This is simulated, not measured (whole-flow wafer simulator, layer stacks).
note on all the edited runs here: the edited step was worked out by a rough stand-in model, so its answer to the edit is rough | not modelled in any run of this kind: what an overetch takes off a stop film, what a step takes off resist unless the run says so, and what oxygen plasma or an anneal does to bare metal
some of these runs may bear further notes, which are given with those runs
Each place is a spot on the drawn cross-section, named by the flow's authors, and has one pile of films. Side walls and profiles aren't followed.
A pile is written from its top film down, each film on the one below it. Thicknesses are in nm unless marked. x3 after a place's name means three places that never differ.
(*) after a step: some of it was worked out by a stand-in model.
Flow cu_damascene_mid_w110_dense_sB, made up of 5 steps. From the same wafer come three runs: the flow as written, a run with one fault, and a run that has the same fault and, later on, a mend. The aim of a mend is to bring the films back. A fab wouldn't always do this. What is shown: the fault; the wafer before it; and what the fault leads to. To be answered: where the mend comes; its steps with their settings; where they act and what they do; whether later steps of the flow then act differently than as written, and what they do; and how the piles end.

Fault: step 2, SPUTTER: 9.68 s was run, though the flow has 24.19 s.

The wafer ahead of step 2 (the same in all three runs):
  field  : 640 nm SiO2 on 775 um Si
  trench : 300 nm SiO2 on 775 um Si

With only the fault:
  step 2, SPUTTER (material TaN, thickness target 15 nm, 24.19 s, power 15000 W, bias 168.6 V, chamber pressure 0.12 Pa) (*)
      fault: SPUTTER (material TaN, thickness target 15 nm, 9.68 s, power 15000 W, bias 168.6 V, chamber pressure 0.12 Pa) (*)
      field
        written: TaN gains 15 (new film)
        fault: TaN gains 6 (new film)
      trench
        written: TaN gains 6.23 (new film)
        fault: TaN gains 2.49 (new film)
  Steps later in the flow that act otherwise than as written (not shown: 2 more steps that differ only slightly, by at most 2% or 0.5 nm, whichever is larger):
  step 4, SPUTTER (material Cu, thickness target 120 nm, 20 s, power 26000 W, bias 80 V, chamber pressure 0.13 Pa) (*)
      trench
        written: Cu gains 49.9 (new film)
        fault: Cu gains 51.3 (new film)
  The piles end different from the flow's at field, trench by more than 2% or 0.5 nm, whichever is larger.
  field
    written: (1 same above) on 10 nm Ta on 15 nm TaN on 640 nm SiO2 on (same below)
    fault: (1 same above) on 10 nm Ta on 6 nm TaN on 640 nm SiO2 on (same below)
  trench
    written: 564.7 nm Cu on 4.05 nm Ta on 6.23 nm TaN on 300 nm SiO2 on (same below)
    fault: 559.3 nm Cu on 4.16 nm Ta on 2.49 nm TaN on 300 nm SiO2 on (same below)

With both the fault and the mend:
  The mend stands after step 2.
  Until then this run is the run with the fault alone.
  step 2a, SPUTTER (material TaN, thickness target 15 nm, 14.51 s, power 15000 W, bias 168.6 V, chamber pressure 0.12 Pa) (*) (the flow's step 2, run once more with other settings)
      field
        TaN gains 9
      trench
        TaN gains 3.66
  Every later step of the flow that is run acts as written, at every place that is followed, to within 2% or 0.5 nm, whichever is larger.
  At the end the piles are close to the flow's at the places that both follow, differing by at most 2% or 0.5 nm, whichever is larger.
